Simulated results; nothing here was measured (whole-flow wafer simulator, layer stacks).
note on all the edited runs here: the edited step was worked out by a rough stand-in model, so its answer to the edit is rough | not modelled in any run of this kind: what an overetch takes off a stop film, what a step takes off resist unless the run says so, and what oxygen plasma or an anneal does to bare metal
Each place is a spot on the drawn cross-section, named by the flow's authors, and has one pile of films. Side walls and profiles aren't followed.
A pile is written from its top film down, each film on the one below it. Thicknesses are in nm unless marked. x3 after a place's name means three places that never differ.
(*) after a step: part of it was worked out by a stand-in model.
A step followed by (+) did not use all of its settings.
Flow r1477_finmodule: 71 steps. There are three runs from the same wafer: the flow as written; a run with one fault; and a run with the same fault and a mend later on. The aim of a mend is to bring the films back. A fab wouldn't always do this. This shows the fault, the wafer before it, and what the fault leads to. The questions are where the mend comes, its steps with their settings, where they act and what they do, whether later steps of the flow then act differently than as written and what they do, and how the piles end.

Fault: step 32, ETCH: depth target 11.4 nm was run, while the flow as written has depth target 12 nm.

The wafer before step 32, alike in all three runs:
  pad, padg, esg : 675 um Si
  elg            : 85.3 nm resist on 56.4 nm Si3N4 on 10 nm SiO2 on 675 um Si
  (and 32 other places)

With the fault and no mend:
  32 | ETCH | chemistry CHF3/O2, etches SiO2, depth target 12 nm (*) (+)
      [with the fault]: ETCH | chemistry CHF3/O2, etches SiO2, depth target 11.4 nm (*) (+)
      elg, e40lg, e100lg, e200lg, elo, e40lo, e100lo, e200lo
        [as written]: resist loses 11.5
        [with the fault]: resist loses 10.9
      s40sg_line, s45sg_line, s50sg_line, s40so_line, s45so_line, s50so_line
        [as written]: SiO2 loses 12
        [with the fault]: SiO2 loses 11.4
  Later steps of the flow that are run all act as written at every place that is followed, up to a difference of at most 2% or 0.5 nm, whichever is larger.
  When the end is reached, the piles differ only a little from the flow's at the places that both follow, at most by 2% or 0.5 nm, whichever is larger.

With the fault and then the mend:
  The mend follows step 32.
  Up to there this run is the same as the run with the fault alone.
  32a | ETCH | chemistry CHF3/O2, etches SiO2, depth target 0.6 nm (*) (the flow's step 32 again, with other settings)
      pad, padg, e40sg and 11 more
        Si loses 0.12
      elg, e40lg, e100lg, e200lg, elo, e40lo, e100lo, e200lo
        resist loses 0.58
      s40sg_line, s45sg_line, s50sg_line, s40so_line, s45so_line, s50so_line
        SiO2 loses 0.6
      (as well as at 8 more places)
  Later steps of the flow that are run all act as written at every place that is followed, up to a difference of at most 2% or 0.5 nm, whichever is larger.
  The piles end the same as the flow's at every place that both follow.
